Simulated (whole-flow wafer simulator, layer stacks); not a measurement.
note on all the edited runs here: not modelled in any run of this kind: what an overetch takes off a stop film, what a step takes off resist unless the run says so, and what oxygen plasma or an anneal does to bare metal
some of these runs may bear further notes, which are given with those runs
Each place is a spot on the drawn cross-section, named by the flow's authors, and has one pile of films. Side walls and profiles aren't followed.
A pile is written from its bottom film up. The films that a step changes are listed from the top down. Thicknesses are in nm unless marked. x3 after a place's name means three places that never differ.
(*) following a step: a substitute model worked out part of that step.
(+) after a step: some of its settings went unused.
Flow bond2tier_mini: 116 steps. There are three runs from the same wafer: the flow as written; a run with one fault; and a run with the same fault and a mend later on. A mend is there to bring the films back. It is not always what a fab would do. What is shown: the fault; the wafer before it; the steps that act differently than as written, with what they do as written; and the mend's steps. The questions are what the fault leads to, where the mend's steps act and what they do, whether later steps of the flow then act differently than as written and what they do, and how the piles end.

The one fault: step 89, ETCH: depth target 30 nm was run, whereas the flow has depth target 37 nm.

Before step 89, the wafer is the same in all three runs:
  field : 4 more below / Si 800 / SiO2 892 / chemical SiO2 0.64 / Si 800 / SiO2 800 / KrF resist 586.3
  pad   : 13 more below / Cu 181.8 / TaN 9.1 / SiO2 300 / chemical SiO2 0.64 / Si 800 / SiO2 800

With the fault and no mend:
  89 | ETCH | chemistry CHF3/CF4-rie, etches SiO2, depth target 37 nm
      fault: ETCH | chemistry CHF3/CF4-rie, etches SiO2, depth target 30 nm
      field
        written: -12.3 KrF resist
        fault: -10 KrF resist
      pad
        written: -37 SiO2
        fault: -30 SiO2
  Every later step of the flow that is run acts as written, at every place that is followed, to within 2% or 0.5 nm, whichever is larger.
  By the end, the piles at pad depart from the flow's by more than 2% or 0.5 nm, whichever is larger.
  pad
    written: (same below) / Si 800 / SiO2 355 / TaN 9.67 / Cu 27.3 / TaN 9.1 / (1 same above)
    fault: (same below) / Si 800 / SiO2 362 / TaN 9.73 / Cu 20.3 / TaN 9.1 / (1 same above)

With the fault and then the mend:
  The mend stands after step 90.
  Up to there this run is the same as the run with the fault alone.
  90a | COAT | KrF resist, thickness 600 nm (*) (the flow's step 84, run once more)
      field
        +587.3 KrF resist (new film)
      pad
        +613.3 KrF resist (new film)
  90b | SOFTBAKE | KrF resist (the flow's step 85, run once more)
      does not change any film at any place that is followed
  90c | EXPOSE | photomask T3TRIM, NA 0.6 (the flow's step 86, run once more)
      does not change any film at any place that is followed
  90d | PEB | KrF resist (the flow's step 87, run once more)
      does not change any film at any place that is followed
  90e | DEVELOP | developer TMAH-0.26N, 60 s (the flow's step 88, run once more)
      field
        -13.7 KrF resist
      pad
        -613.3 KrF resist (all of it)
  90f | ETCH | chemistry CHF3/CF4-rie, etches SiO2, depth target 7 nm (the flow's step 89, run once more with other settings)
      field
        -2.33 KrF resist
      pad
        -7 SiO2
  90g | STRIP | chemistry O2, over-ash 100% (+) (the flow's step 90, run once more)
      field
        -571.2 KrF resist (all of it)
  Every later step of the flow that is run acts as written at every place that is followed.
  The piles end the same as the flow's at every place that both follow.
